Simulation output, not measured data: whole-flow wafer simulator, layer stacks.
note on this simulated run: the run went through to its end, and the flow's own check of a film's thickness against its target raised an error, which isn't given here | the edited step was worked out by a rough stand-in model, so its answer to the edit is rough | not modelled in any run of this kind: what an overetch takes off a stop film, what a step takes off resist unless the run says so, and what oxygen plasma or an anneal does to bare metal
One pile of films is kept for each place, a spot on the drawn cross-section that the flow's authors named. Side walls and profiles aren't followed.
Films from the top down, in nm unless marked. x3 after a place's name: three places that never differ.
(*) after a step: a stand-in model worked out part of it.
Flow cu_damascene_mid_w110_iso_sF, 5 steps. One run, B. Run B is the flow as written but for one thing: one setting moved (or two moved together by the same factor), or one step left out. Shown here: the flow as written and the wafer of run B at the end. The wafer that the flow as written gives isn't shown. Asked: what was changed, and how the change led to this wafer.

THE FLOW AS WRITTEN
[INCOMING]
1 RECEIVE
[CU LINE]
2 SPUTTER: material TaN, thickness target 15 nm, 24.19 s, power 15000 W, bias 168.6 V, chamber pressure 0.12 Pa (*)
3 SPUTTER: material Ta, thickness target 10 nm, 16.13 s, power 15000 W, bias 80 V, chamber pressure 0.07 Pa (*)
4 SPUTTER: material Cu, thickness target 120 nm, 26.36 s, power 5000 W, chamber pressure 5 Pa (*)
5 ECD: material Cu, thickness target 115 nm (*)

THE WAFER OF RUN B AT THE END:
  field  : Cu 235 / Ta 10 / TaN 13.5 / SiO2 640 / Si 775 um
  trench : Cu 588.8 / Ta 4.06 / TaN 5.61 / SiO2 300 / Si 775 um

The cause: step 2, SPUTTER: thickness target 13.5 nm was run, where the flow has thickness target 15 nm; step 2, SPUTTER: 21.77 s was run, where the flow has 24.19 s.
It can be read off the wafer: field has TaN 13.5, and step 2 as written asks for 15 nm.

How the change led to this, step by step:
  2 SPUTTER: material TaN, thickness target 15 nm, 24.19 s, power 15000 W, bias 168.6 V, chamber pressure 0.12 Pa (*)
      field: TaN +13.5 (new film) (as written it would be: TaN +15 (new film))
      trench: TaN +5.61 (new film) (as written it would be: TaN +6.23 (new film))
